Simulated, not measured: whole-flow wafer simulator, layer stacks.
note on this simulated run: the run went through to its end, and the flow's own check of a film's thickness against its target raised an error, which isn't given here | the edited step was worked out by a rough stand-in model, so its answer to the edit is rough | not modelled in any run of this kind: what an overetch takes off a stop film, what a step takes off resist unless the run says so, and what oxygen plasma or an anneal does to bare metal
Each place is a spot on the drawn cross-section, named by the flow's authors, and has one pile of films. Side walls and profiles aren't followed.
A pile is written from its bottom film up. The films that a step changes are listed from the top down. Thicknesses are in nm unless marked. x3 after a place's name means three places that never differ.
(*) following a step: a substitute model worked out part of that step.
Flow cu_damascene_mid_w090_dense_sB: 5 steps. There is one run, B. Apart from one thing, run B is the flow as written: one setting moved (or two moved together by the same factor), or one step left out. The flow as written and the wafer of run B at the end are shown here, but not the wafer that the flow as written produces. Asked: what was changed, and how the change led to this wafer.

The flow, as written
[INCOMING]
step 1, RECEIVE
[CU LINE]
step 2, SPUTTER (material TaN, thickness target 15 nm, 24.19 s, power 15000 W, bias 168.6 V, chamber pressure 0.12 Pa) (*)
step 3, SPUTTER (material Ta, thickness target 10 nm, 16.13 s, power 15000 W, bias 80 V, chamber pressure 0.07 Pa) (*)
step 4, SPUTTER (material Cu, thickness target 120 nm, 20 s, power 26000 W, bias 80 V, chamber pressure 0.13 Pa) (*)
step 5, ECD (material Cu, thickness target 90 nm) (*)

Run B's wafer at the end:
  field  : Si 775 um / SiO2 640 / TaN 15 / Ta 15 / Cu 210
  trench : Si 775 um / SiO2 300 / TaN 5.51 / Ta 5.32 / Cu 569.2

What caused this: step 3, SPUTTER: thickness target 15 nm was run, though the flow has thickness target 10 nm; step 3, SPUTTER: 24.2 s was run, where the flow has 16.13 s.
The wafer itself shows it: field has Ta 15, and step 3 as written asks for 10 nm.

Step by step, how the change led to this:
  step 3, SPUTTER (material Ta, thickness target 10 nm, 16.13 s, power 15000 W, bias 80 V, chamber pressure 0.07 Pa) (*)
      field: Ta gains 15 (new film) (it would be, as written: Ta gains 10 (new film))
      trench: Ta gains 5.32 (new film) (it would be, as written: Ta gains 3.55 (new film))
